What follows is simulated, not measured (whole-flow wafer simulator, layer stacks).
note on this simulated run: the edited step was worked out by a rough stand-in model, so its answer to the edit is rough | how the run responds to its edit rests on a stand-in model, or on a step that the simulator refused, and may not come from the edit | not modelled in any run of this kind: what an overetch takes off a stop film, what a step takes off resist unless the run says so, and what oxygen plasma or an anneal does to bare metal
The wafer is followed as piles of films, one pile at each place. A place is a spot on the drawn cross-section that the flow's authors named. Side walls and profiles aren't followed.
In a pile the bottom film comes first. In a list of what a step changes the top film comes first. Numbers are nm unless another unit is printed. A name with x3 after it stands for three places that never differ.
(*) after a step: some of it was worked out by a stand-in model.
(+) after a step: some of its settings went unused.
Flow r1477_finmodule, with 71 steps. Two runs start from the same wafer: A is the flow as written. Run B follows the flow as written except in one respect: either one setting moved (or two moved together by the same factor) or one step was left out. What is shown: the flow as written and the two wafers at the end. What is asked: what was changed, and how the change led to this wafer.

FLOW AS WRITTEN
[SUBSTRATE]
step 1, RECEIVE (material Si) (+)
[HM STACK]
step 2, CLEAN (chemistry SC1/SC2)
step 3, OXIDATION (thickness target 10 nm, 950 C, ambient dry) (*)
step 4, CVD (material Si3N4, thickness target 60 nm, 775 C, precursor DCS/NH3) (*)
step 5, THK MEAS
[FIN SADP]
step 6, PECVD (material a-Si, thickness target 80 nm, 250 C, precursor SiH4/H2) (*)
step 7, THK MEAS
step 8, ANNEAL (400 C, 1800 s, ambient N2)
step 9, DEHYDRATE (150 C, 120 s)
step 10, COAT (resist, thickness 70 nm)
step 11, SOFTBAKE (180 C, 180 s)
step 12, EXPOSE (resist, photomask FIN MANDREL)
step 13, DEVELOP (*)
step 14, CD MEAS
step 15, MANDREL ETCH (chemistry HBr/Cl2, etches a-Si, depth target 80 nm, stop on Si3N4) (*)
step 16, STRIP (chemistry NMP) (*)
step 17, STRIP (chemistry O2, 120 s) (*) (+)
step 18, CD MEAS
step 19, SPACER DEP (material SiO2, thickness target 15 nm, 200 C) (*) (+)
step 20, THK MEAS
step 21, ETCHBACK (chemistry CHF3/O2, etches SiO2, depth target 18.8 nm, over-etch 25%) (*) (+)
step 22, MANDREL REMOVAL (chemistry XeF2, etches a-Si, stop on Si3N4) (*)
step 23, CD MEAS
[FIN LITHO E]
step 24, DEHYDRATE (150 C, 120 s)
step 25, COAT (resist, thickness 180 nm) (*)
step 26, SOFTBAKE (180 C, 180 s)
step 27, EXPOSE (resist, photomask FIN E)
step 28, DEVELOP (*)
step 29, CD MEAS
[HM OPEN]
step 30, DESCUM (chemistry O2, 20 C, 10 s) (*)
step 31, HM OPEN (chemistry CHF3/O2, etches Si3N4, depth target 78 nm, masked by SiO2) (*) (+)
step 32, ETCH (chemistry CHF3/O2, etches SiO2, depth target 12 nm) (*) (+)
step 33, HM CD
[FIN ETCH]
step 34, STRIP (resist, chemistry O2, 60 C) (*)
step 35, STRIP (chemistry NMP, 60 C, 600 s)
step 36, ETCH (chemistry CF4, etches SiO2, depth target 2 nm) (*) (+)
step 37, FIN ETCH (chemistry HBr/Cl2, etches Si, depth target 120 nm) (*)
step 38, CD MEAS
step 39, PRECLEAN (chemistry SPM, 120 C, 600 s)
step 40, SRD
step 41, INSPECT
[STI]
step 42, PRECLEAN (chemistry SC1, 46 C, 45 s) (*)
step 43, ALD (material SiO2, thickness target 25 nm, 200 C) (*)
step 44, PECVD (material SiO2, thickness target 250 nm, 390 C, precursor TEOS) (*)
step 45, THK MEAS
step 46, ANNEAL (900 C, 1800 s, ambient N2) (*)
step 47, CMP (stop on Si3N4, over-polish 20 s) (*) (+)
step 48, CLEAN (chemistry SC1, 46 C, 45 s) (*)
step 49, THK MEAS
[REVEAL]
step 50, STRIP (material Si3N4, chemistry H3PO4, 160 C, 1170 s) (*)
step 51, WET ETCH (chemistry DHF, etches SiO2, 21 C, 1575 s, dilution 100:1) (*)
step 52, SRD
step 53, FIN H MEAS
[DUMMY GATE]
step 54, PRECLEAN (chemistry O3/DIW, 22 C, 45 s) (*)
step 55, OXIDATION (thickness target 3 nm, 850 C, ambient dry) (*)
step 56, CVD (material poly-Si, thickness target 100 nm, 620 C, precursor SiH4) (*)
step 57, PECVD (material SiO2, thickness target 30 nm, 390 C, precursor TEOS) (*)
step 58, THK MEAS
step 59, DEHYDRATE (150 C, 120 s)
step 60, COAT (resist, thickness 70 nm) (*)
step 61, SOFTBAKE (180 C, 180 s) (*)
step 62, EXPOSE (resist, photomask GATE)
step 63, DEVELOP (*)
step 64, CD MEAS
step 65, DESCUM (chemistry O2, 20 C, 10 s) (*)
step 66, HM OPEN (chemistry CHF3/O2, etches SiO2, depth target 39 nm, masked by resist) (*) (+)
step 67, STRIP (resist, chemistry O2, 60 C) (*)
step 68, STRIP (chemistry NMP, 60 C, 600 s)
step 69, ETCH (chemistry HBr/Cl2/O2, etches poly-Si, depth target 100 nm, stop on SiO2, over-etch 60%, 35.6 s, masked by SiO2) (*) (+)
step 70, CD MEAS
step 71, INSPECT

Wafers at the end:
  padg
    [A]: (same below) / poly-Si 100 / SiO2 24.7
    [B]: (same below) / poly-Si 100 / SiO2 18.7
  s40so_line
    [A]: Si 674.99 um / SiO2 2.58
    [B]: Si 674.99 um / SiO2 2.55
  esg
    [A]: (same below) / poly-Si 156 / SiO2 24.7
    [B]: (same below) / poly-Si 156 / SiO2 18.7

Cause: step 57, PECVD: thickness target 24 nm was run, whereas the flow has thickness target 30 nm.

How this came from the change, step by step:
  step 57, PECVD (material SiO2, thickness target 30 nm, 390 C, precursor TEOS) (*)
      pad, padg, elg and 33 more: A +30 SiO2 (new film) | B +24 SiO2 (new film)
  step 66, HM OPEN (chemistry CHF3/O2, etches SiO2, depth target 39 nm, masked by resist) (*) (+)
      pad, elo, eso and 15 more: A -30 SiO2 (all of it), -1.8 poly-Si | B -24 SiO2 (all of it), -2.4 poly-Si
      padg, elg, esg and 15 more: A -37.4 resist | B -34.5 resist
  step 67, STRIP (resist, chemistry O2, 60 C) (*)
      padg, elg, esg: A -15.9 resist (all of it) | B -18.8 resist (all of it)
      e40lg, e100lg: A -12.8 resist (all of it) | B -15.6 resist (all of it)
      (also at 13 further places)
